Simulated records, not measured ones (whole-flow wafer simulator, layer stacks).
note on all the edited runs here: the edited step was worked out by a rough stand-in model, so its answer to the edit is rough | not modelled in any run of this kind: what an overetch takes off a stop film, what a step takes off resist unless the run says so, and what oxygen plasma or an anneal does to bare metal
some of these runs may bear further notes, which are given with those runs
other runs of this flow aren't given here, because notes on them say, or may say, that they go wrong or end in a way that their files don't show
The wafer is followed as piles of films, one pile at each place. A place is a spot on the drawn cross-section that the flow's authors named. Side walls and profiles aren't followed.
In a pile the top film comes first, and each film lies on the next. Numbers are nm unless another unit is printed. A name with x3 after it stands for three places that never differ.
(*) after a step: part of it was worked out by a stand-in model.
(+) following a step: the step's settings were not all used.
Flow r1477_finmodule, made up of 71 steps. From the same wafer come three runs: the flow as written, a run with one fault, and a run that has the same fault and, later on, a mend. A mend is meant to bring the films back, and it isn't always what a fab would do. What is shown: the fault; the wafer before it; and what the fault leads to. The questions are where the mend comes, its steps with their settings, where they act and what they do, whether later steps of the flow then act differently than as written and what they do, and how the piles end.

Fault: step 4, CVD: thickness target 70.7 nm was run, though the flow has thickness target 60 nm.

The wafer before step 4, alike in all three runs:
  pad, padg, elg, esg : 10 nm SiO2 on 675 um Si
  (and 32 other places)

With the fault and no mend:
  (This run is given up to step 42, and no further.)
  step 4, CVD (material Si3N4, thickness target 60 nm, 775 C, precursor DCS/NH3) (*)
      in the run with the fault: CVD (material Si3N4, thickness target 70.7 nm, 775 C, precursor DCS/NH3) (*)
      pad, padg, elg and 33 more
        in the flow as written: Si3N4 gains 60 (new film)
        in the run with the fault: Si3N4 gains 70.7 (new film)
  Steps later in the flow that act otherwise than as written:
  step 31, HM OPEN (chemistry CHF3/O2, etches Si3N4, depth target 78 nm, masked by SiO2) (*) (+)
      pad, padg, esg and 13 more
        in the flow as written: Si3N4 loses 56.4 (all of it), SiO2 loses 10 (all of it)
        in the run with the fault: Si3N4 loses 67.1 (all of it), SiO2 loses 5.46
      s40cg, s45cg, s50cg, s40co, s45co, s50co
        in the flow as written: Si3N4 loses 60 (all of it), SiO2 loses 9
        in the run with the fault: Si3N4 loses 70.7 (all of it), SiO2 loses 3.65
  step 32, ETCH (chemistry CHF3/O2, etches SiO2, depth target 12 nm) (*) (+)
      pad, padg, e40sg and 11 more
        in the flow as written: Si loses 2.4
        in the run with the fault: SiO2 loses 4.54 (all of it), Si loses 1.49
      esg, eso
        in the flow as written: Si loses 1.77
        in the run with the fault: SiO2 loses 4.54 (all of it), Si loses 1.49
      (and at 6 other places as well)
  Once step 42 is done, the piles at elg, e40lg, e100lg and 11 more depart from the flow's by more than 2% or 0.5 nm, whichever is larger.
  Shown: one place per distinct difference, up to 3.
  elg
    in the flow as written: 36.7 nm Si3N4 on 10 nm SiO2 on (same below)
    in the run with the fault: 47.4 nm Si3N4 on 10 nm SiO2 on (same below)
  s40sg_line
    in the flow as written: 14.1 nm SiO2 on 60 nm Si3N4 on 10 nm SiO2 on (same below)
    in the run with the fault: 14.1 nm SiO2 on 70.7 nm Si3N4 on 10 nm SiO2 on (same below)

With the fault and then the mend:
  The mend follows step 5.
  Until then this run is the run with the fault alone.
  step 5a, ETCH (chemistry h3po4, depth target 10.7 nm)
      pad, padg, elg and 33 more
        Si3N4 loses 10.7
  None of the later steps of the flow acts differently than as written at any place that is followed.
  By the end, the piles equal the flow's at every place that both follow.
